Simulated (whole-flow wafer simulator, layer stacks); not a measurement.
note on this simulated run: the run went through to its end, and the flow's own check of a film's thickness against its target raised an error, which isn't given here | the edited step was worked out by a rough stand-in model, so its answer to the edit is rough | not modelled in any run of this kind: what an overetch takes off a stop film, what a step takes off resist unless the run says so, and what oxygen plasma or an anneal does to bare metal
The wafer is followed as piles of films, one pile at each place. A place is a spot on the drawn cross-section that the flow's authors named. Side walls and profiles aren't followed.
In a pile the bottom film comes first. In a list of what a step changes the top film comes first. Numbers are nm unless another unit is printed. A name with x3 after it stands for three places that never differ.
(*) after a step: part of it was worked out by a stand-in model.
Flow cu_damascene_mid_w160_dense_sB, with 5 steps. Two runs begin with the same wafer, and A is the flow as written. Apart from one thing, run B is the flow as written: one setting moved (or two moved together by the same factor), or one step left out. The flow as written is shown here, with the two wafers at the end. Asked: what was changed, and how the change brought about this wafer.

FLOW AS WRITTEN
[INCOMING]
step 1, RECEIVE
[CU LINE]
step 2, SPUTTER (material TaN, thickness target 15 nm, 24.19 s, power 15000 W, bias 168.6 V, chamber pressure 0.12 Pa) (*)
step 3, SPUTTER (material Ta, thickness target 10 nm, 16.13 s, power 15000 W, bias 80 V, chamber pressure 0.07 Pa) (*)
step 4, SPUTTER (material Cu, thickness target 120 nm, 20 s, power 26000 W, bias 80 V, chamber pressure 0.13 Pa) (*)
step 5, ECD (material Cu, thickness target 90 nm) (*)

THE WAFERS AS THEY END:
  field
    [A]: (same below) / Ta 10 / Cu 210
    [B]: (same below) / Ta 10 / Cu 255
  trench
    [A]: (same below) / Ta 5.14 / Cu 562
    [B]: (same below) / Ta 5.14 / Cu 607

Cause: step 4, SPUTTER: thickness target 165 nm was run, while the flow as written has thickness target 120 nm; step 4, SPUTTER: 27.5 s was run, where the flow has 20 s.

Step by step, how the change led to this:
  step 4, SPUTTER (material Cu, thickness target 120 nm, 20 s, power 26000 W, bias 80 V, chamber pressure 0.13 Pa) (*)
      field: A Cu gains 120 (new film) | B Cu gains 165 (new film)
      trench: A Cu gains 62 (new film) | B Cu gains 85.3 (new film)
  step 5, ECD (material Cu, thickness target 90 nm) (*)
      trench: A Cu gains 500 | B Cu gains 521.8
